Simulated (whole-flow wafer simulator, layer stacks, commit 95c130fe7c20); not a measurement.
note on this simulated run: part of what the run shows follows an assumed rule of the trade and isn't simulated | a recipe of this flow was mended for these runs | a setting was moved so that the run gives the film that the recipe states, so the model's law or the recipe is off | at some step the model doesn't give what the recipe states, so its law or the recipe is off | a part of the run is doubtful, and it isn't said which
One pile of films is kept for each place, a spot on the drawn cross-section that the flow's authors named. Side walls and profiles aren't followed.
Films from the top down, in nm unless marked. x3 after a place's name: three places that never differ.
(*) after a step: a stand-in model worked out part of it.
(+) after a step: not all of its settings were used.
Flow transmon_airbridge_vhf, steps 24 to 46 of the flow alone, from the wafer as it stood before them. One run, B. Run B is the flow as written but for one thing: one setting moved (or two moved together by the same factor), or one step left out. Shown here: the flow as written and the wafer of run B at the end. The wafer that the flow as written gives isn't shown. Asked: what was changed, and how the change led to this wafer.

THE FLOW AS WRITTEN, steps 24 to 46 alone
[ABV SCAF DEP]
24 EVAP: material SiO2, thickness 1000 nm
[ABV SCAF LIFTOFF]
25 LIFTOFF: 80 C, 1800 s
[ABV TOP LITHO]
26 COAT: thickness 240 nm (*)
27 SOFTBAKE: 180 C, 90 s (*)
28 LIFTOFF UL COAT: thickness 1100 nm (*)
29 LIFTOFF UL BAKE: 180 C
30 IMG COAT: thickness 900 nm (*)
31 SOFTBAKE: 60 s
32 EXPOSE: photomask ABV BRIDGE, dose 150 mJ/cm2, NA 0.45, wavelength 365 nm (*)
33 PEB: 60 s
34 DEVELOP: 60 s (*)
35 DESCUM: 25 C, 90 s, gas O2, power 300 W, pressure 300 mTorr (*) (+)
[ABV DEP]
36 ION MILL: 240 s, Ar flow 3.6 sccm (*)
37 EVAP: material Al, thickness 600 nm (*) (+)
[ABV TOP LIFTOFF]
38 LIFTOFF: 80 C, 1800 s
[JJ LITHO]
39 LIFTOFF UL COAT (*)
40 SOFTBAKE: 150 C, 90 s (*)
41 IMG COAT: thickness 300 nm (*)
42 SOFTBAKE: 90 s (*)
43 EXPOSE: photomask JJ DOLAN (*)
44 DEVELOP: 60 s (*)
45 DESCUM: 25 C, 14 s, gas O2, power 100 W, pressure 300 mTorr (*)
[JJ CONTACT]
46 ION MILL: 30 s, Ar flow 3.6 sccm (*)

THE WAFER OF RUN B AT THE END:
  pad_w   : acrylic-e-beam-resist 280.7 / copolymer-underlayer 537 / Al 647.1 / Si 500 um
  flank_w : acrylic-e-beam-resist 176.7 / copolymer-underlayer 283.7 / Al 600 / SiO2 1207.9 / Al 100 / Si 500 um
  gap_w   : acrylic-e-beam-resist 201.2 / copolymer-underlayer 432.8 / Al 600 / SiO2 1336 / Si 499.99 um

The cause: step 24, EVAP: thickness 1360 nm was run, where the flow has thickness 1000 nm.

How the change led to this, step by step:
  24 EVAP: material SiO2, thickness 1000 nm
      field x3, jj_line, ground_far and 10 more: SiO2 +1360 (new film) (as written it would be: SiO2 +1000 (new film))
      flank_w, flank_e: SiO2 +1231.9 (new film) (as written it would be: SiO2 +905.8 (new film))
  25 LIFTOFF: 80 C, 1800 s
      field x3, jj_line, trace_open_s x2: SiO2 -1360 (all of it), i-line-resist -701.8 (all of it), lift-off-underlayer -1100 (all of it), acrylic-e-beam-resist -240 (all of it) (as written it would be: SiO2 -1000 (all of it), i-line-resist -701.8 (all of it), lift-off-underlayer -1100 (all of it), acrylic-e-beam-resist -240 (all of it))
      pad_w, pad_e: SiO2 -1360 (all of it), i-line-resist -696.3 (all of it), lift-off-underlayer -1089.9 (all of it), acrylic-e-beam-resist -239.3 (all of it) (as written it would be: SiO2 -1000 (all of it), i-line-resist -696.3 (all of it), lift-off-underlayer -1089.9 (all of it), acrylic-e-beam-resist -239.3 (all of it))
      (and at 1 more place)
  26 COAT: thickness 240 nm (*)
      flank_w, flank_e: acrylic-e-beam-resist +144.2 (new film) (as written it would be: acrylic-e-beam-resist +155.2 (new film))
      gap_w, gap_e: acrylic-e-beam-resist +195.3 (new film) (as written it would be: acrylic-e-beam-resist +211.2 (new film))
      (and at 6 more places)
  28 LIFTOFF UL COAT: thickness 1100 nm (*)
      gap_w, gap_e: lift-off-underlayer +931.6 (new film) (as written it would be: lift-off-underlayer +979.6 (new film))
      margin_s, margin_n: lift-off-underlayer +744.6 (new film) (as written it would be: lift-off-underlayer +823.4 (new film))
      (and at 6 more places)
  30 IMG COAT: thickness 900 nm (*)
      gap_w, gap_e: i-line-resist +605 (new film) (as written it would be: i-line-resist +685.3 (new film))
      margin_s, margin_n: i-line-resist +490.4 (new film) (as written it would be: i-line-resist +603.2 (new film))
      (and at 7 more places)
  33 PEB: 60 s
      flank_w, flank_e: i-line-resist -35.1 (as written it would be: i-line-resist -38.8)
      gap_w, gap_e: i-line-resist -30.8 (as written it would be: i-line-resist -35)
      (and at 7 more places)
  34 DEVELOP: 60 s (*)
      gap_w, gap_e: i-line-resist -574.2 (all of it), lift-off-underlayer -931.6 (all of it) (as written it would be: i-line-resist -650.2 (all of it), lift-off-underlayer -979.6 (all of it))
      pad_w: i-line-resist -967.8 (all of it), lift-off-underlayer -1301.2 (all of it) (as written it would be: i-line-resist -937.3 (all of it), lift-off-underlayer -1246.2 (all of it))
      (and at 5 more places)
  35 DESCUM: 25 C, 90 s, gas O2, power 300 W, pressure 300 mTorr (*) (+)
      field x3, jj_line, ground_far, trace_open_s x2, margin_s, margin_n: i-line-resist -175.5 (as written it would be: i-line-resist -167.2)
      flank_w, flank_e: acrylic-e-beam-resist -144.2 (all of it) (as written it would be: acrylic-e-beam-resist -155.2 (all of it))
      (and at 6 more places)
  38 LIFTOFF: 80 C, 1800 s
      margin_s, margin_n: Al -600 (all of it), i-line-resist -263 (all of it), lift-off-underlayer -744.6 (all of it), acrylic-e-beam-resist -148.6 (all of it) (as written it would be: Al -600 (all of it), i-line-resist -378.2 (all of it), lift-off-underlayer -823.4 (all of it), acrylic-e-beam-resist -168.6 (all of it))
      ground_far: Al -600 (all of it), i-line-resist -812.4 (all of it), lift-off-underlayer -1142.3 (all of it), acrylic-e-beam-resist -252.1 (all of it) (as written it would be: Al -600 (all of it), i-line-resist -776.6 (all of it), lift-off-underlayer -1134.8 (all of it), acrylic-e-beam-resist -250.1 (all of it))
  39 LIFTOFF UL COAT (*)
      pad_w, pad_e: copolymer-underlayer +537 (new film) (as written it would be: copolymer-underlayer +513.6 (new film))
      flank_w, flank_e: copolymer-underlayer +283.7 (new film) (as written it would be: copolymer-underlayer +308 (new film))
      (and at 6 more places)
  41 IMG COAT: thickness 300 nm (*)
      pad_w, pad_e: acrylic-e-beam-resist +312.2 (new film) (as written it would be: acrylic-e-beam-resist +300.2 (new film))
      flank_w, flank_e: acrylic-e-beam-resist +208.2 (new film) (as written it would be: acrylic-e-beam-resist +217.1 (new film))
      (and at 6 more places)
